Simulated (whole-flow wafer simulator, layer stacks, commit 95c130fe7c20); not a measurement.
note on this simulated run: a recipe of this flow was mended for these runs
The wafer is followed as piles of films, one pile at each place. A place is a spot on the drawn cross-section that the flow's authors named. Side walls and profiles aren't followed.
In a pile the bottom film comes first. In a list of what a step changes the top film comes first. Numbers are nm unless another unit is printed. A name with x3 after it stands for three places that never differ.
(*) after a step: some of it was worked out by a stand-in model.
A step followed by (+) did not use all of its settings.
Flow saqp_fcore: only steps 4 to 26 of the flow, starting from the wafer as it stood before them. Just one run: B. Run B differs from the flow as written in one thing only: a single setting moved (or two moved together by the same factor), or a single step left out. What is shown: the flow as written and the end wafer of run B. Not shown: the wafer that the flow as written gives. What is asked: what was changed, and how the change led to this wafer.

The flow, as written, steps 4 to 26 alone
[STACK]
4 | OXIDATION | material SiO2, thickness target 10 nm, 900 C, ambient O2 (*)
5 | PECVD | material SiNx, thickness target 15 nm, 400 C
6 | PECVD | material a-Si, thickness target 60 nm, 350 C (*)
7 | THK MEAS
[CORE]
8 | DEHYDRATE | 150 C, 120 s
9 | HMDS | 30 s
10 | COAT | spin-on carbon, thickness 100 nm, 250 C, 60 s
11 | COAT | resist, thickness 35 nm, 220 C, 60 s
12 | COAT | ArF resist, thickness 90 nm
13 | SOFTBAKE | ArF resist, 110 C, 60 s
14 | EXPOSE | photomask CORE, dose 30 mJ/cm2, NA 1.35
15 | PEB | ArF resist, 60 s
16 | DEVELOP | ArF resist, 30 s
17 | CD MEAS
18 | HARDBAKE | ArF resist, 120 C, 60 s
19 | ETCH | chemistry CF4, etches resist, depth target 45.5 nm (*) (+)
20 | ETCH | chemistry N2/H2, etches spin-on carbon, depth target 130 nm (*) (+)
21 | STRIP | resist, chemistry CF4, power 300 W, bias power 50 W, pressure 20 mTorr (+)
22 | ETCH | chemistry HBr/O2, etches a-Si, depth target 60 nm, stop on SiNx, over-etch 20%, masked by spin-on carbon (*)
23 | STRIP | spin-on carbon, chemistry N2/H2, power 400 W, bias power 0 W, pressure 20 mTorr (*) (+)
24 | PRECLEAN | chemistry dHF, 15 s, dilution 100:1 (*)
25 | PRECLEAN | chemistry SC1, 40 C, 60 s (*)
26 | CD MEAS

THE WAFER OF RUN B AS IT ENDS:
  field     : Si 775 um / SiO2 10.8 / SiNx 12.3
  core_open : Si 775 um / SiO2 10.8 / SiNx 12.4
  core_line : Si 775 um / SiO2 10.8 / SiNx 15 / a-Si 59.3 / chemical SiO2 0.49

What caused this: step 4, OXIDATION: thickness target 10.8 nm was run, whereas the flow has thickness target 10 nm.
The wafer itself shows it: field has SiO2 10.8, and step 4 as written asks for 10 nm.

The path from the change to this, step by step:
  4 | OXIDATION | material SiO2, thickness target 10 nm, 900 C, ambient O2 (*)
      field, core_open, core_line: +10.8 SiO2 (new film), -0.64 chemical SiO2 (all of it), -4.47 Si (in the flow as written it would be: +10 SiO2 (new film), -0.64 chemical SiO2 (all of it), -4.12 Si)
